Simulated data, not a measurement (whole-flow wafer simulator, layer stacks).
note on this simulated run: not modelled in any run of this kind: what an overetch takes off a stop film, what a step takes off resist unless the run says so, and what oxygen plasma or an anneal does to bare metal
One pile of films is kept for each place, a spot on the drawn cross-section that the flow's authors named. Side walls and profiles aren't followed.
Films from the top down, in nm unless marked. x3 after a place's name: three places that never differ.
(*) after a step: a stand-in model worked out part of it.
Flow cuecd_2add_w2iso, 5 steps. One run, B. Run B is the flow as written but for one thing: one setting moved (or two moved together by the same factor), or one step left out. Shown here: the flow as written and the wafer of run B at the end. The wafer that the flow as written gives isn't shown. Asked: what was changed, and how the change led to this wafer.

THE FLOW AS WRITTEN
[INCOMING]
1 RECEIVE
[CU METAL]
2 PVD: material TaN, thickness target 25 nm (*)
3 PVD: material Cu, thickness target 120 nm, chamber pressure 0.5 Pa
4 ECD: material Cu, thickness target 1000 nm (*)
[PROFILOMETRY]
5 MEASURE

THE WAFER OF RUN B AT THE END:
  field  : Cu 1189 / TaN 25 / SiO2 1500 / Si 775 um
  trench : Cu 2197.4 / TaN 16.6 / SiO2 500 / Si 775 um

The cause: step 3, PVD: thickness target 189 nm was run, where the flow has thickness target 120 nm.

How the change led to this, step by step:
  3 PVD: material Cu, thickness target 120 nm, chamber pressure 0.5 Pa
      field: Cu +189 (new film) (as written it would be: Cu +120 (new film))
      trench: Cu +126.8 (new film) (as written it would be: Cu +80.8 (new film))
